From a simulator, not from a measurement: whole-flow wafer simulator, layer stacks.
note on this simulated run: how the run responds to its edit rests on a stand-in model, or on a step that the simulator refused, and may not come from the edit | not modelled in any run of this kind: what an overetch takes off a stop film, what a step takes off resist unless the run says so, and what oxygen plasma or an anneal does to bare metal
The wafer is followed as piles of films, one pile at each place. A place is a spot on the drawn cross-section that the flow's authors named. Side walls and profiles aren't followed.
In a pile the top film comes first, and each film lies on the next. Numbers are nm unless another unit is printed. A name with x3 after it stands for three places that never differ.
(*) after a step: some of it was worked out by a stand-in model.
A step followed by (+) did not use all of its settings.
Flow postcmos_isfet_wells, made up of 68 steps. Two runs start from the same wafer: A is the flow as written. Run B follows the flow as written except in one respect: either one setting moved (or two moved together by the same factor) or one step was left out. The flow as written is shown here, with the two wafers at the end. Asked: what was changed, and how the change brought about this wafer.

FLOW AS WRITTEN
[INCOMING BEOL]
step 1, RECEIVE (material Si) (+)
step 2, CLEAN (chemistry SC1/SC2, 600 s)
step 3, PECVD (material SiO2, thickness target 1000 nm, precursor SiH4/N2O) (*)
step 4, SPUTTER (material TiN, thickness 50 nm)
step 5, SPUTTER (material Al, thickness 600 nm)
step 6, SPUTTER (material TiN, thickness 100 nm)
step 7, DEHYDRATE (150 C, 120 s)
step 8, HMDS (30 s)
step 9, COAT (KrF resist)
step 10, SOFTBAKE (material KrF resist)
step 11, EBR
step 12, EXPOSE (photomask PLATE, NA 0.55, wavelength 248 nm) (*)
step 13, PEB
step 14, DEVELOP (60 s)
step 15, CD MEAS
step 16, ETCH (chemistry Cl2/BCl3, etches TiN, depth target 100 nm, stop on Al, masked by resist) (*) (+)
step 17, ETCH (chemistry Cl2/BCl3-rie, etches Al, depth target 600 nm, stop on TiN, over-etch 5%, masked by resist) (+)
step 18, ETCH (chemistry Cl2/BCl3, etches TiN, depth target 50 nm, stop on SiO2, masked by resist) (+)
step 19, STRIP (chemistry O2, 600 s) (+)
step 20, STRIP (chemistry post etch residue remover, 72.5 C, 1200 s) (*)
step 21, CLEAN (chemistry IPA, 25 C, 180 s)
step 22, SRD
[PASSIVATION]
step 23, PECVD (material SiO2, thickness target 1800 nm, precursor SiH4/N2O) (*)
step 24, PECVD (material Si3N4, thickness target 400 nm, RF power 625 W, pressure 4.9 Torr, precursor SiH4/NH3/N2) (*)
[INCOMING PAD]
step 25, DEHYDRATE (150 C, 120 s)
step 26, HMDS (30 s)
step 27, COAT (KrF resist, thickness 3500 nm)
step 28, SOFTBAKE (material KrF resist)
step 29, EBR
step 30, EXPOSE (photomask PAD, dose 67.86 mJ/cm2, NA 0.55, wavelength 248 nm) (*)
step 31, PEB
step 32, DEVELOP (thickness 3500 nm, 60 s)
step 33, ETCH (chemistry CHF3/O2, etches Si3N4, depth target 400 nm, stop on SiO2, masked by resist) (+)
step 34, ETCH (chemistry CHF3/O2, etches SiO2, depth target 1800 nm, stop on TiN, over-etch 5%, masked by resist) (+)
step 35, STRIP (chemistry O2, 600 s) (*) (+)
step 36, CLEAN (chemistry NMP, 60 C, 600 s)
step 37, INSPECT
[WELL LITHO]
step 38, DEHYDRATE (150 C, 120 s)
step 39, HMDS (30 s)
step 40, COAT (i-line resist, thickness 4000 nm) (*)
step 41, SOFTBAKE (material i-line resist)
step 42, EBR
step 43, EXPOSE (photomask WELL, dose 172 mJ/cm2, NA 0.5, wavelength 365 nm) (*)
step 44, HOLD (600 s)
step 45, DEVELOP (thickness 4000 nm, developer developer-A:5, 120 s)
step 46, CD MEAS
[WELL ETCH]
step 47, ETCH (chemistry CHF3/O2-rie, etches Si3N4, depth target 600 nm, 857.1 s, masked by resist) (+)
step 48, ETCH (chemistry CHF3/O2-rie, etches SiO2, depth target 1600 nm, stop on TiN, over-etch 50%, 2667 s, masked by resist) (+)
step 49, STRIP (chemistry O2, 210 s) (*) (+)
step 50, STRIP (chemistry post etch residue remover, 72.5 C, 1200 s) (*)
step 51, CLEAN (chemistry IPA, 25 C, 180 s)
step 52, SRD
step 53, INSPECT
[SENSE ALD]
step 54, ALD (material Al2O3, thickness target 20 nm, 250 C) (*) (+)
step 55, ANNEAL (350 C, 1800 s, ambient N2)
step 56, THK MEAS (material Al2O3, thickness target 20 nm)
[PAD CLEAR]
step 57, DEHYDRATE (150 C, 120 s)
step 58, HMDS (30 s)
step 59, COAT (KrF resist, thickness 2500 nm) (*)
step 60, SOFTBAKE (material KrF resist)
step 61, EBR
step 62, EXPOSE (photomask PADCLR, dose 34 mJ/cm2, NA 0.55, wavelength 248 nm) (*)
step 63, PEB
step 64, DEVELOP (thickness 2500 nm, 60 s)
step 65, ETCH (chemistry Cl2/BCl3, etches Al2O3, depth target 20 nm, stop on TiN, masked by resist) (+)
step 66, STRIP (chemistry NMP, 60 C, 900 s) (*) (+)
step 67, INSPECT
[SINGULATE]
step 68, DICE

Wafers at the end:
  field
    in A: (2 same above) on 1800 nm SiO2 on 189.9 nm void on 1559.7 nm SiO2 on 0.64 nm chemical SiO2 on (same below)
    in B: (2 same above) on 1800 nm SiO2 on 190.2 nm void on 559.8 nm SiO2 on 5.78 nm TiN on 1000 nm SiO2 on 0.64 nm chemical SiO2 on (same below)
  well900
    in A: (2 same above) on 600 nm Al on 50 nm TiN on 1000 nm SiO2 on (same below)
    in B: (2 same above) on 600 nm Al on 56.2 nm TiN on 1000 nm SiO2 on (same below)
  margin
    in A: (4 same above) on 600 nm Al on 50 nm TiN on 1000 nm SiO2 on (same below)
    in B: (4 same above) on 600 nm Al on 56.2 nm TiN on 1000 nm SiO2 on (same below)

Cause: step 4, SPUTTER: thickness 56.2 nm was run, though the flow has thickness 50 nm.
The wafer itself shows it: well900 has TiN 56.2, and step 4 as written asks for 50 nm.

The path from the change to this, step by step:
  step 4, SPUTTER (material TiN, thickness 50 nm)
      field, margin, well900, well1300 x3, pad_rim, pad_clr, pad_open: A TiN gains 50 (new film) | B TiN gains 56.2 (new film)
  step 18, ETCH (chemistry Cl2/BCl3, etches TiN, depth target 50 nm, stop on SiO2, masked by resist) (+)
      field: A TiN loses 50 (all of it) | B TiN loses 50
  step 23, PECVD (material SiO2, thickness target 1800 nm, precursor SiH4/N2O) (*)
      field: A SiO2 gains 1800 (new film), void gains 189.9 (new film), SiO2 gains 559.7 | B SiO2 gains 1800 (new film), void gains 190.2 (new film), SiO2 gains 559.8 (new film)
With metal films that touch counted as one body, field has 1 body; the flow as written gives 0 bodies.
